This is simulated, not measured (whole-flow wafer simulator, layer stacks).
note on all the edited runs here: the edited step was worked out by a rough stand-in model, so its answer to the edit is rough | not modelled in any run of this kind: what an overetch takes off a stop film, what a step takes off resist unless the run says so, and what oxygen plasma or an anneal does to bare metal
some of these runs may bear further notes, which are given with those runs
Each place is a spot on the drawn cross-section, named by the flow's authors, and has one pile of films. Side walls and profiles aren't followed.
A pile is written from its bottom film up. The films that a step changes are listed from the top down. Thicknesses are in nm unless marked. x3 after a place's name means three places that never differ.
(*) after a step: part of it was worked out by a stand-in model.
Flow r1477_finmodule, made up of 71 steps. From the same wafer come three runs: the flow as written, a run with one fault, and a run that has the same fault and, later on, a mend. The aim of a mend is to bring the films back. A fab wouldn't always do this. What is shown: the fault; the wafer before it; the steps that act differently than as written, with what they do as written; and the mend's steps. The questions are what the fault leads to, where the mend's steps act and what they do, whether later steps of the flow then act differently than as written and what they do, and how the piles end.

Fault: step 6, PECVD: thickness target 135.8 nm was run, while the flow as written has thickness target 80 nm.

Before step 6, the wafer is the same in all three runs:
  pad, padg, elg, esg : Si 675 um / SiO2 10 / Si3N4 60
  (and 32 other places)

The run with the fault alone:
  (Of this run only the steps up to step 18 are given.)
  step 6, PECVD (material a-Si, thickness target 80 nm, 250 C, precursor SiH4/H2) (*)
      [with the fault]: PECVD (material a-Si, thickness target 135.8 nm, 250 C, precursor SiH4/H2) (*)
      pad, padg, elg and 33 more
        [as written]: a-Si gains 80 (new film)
        [with the fault]: a-Si gains 135.8 (new film)
  Steps later in the flow that act otherwise than as written:
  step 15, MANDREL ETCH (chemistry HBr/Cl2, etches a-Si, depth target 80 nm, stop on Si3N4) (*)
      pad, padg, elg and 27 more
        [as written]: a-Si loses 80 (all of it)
        [with the fault]: a-Si loses 80
  Once step 18 is done, the piles at pad, padg, elg and 33 more depart from the flow's by more than 2% or 0.5 nm, whichever is larger.
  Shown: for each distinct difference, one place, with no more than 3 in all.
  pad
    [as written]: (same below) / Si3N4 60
    [with the fault]: (same below) / Si3N4 60 / a-Si 55.8
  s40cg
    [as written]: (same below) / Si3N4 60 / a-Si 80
    [with the fault]: (same below) / Si3N4 60 / a-Si 135.8

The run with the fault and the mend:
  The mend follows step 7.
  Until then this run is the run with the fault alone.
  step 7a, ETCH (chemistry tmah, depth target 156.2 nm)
      pad, padg, elg and 33 more
        a-Si loses 135.8 (all of it)
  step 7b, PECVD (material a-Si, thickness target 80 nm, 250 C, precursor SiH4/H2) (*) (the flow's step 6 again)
      pad, padg, elg and 33 more
        a-Si gains 80 (new film)
  Every later step of the flow that is run acts as written at every place that is followed.
  By the end, the piles equal the flow's at every place that both follow.
